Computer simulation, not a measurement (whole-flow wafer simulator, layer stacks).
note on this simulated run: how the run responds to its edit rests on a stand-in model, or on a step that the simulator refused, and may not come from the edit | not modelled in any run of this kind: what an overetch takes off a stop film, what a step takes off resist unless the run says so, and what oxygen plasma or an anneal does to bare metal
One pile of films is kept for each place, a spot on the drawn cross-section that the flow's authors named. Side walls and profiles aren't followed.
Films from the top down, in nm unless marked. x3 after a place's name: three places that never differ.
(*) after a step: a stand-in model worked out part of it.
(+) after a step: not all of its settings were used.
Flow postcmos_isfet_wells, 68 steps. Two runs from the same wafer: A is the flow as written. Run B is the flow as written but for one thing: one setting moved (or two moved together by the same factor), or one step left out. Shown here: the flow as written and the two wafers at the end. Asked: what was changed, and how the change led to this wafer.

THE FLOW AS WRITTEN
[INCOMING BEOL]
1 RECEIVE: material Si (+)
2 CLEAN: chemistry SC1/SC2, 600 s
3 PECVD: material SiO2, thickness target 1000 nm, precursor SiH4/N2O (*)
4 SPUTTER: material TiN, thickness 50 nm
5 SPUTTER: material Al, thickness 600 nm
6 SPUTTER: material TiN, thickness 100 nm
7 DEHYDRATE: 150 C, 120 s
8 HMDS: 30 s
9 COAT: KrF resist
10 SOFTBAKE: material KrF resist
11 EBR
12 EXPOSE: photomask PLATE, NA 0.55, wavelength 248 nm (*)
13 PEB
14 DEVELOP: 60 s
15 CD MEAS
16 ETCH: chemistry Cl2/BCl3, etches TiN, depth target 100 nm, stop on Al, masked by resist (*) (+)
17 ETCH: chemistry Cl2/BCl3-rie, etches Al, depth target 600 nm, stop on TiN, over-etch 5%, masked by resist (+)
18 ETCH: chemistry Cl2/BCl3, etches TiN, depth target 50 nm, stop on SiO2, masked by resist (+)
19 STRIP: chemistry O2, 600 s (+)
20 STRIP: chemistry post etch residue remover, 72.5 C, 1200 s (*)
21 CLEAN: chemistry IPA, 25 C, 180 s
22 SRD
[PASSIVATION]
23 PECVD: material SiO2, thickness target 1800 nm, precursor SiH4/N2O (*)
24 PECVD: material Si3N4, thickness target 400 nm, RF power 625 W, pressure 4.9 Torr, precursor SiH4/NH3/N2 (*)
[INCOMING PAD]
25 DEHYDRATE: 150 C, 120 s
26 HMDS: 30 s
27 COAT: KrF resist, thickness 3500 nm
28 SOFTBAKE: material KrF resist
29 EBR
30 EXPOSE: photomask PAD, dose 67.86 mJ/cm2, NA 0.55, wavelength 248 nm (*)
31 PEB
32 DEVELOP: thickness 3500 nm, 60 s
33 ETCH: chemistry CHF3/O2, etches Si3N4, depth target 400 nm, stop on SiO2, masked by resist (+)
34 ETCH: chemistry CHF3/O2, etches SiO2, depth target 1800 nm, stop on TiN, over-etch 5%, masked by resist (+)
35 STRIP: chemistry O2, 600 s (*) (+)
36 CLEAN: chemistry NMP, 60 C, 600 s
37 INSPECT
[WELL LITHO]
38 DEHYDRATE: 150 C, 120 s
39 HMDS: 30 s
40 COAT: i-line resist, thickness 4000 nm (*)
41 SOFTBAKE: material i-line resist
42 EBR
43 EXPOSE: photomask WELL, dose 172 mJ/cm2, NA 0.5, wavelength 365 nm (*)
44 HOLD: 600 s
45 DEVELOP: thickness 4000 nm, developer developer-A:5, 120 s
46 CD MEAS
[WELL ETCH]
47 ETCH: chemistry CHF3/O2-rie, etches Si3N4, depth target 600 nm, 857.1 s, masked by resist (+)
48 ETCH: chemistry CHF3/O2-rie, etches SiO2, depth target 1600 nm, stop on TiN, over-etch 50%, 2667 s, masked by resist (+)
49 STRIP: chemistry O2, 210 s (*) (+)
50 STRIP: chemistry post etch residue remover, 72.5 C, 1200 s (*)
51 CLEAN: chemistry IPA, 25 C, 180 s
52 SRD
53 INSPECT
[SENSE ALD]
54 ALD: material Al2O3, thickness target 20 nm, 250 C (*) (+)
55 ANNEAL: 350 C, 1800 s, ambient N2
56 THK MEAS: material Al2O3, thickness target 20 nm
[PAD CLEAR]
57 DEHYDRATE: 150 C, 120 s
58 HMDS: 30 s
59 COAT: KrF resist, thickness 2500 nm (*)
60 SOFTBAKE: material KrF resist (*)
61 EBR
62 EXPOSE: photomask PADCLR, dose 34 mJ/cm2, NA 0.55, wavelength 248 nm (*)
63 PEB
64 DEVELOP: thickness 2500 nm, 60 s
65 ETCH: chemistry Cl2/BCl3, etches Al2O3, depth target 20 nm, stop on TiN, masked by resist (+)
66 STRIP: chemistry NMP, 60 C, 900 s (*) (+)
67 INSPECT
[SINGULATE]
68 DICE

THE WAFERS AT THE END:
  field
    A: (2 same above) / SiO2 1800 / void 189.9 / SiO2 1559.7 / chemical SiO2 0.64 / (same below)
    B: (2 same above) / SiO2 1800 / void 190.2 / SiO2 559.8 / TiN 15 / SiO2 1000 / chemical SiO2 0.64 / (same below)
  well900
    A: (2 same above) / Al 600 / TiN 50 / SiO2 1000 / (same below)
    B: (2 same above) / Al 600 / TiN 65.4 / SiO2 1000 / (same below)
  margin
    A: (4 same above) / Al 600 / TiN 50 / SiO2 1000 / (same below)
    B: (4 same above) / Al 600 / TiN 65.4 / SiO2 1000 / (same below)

The cause: step 4, SPUTTER: thickness 65.44 nm was run, where the flow has thickness 50 nm.
It can be read off the wafer: well900 has TiN 65.4, and step 4 as written asks for 50 nm.

How the change led to this, step by step:
  4 SPUTTER: material TiN, thickness 50 nm
      field, margin, well900 and 6 more: A TiN +50 (new film) | B TiN +65.4 (new film)
  18 ETCH: chemistry Cl2/BCl3, etches TiN, depth target 50 nm, stop on SiO2, masked by resist (+)
      field: A TiN -50 (all of it) | B TiN -50
  23 PECVD: material SiO2, thickness target 1800 nm, precursor SiH4/N2O (*)
      field: A SiO2 +1800 (new film), void +189.9 (new film), SiO2 +559.7 | B SiO2 +1800 (new film), void +190.2 (new film), SiO2 +559.8 (new film)
Counting metal films that touch as one body, field has 1 body; the flow as written gives 0 bodies.
